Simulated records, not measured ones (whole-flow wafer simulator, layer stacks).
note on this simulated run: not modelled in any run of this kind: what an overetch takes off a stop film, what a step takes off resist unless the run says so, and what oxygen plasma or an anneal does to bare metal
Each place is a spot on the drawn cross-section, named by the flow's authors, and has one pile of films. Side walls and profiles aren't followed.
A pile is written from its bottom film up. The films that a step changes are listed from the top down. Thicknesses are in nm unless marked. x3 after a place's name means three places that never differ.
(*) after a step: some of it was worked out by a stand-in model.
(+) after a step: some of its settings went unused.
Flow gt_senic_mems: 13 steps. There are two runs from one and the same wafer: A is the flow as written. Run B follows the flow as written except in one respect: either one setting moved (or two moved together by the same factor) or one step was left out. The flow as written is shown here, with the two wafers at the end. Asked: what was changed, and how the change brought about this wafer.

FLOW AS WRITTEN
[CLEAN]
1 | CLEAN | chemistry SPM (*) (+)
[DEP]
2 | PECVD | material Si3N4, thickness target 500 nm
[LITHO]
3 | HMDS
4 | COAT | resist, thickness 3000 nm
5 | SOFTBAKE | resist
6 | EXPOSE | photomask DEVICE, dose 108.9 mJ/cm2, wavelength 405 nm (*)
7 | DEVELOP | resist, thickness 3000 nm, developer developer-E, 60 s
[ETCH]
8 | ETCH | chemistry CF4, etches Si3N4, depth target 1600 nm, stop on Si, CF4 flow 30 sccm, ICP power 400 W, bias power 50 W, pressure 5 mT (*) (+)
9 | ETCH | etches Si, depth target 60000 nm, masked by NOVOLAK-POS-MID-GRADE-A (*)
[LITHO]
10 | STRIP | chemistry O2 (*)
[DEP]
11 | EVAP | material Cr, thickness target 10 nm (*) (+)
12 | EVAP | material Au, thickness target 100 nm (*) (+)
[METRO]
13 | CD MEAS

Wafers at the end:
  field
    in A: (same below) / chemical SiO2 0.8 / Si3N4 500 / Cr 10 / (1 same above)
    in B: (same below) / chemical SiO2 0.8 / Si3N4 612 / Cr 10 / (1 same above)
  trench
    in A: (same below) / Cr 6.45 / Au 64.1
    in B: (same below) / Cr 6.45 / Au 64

What caused this: step 2, PECVD: thickness target 612 nm was run, though the flow has thickness target 500 nm.
The wafer lets one read it off: field has Si3N4 612, and step 2 as written asks for 500 nm.

How this came from the change, step by step:
  2 | PECVD | material Si3N4, thickness target 500 nm
      field, trench: A +500 Si3N4 (new film) | B +612 Si3N4 (new film)
  8 | ETCH | chemistry CF4, etches Si3N4, depth target 1600 nm, stop on Si, CF4 flow 30 sccm, ICP power 400 W, bias power 50 W, pressure 5 mT (*) (+)
      field: A -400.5 resist | B -475.2 resist
      trench: A -500 Si3N4 (all of it), -0.8 chemical SiO2 (all of it) | B -612 Si3N4 (all of it), -0.8 chemical SiO2 (all of it)
  10 | STRIP | chemistry O2 (*)
      field: A -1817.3 resist (all of it) | B -1742.6 resist (all of it)
